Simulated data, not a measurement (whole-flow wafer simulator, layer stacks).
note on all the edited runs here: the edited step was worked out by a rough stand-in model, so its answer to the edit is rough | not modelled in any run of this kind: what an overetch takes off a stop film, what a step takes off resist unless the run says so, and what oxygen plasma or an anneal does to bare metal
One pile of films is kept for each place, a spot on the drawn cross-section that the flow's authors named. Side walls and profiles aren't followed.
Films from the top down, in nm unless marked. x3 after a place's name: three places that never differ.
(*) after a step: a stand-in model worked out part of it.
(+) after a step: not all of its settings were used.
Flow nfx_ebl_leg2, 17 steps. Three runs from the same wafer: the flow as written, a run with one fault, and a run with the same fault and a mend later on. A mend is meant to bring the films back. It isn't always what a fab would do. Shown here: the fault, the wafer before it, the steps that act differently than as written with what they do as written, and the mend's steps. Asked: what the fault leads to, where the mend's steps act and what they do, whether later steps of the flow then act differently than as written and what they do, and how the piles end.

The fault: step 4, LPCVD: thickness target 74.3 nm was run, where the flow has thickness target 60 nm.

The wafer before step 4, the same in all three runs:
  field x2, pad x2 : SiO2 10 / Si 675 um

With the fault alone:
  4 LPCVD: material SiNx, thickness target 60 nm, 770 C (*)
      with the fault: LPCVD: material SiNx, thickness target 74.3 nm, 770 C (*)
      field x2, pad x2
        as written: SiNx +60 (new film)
        with the fault: SiNx +74.3 (new film)
  Later steps of the flow that act differently than as written:
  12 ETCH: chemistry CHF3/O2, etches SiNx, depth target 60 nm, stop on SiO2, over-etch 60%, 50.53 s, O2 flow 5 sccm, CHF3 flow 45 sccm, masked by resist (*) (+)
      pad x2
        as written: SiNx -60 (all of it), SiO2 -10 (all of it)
        with the fault: SiNx -74.3 (all of it), SiO2 -10 (all of it)
  At the end the piles differ from the flow's by more than 2% or 0.5 nm, whichever is larger, at field x2.
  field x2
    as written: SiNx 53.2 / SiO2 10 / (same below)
    with the fault: SiNx 67.5 / SiO2 10 / (same below)

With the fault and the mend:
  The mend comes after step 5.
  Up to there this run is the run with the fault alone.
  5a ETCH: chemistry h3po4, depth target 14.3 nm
      field x2, pad x2
        SiNx -14.3
  No later step of the flow acts differently than as written at any place that is followed.
  At the end the piles are the same as the flow's at every place that both follow.
